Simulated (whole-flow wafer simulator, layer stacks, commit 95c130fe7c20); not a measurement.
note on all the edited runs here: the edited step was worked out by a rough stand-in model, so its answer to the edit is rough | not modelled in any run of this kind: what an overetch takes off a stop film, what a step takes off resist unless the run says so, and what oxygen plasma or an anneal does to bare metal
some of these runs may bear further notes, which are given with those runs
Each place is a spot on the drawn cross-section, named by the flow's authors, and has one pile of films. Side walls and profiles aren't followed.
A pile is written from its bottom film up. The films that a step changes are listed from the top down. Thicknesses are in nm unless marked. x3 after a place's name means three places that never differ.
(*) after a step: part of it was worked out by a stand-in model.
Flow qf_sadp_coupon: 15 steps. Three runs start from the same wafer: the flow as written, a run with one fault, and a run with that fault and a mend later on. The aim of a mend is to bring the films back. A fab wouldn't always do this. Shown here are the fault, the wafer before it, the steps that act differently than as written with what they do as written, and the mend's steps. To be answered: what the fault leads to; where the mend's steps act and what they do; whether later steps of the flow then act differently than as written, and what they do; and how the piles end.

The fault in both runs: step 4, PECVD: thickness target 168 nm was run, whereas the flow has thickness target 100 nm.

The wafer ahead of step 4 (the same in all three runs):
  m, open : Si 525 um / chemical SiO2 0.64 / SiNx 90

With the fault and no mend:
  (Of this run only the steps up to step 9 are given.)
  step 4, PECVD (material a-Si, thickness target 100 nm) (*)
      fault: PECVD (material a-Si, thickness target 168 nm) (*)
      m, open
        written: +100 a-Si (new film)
        fault: +168 a-Si (new film)
  Every later step of the flow up to step 9 that is run acts as written at every place that is followed.
  After step 9, at m, open, the piles differ from the flow's by more than 2% or 0.5 nm, whichever is larger.
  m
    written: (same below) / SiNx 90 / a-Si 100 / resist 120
    fault: (same below) / SiNx 90 / a-Si 168 / resist 120
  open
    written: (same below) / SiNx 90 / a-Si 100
    fault: (same below) / SiNx 90 / a-Si 168

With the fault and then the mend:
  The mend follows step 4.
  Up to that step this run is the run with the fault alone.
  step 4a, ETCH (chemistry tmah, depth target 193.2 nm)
      m, open
        -168 a-Si (all of it)
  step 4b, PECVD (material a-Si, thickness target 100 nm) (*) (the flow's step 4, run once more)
      m, open
        +100 a-Si (new film)
  Every later step of the flow that is run acts as written at every place that is followed.
  By the end, the piles equal the flow's at every place that both follow.
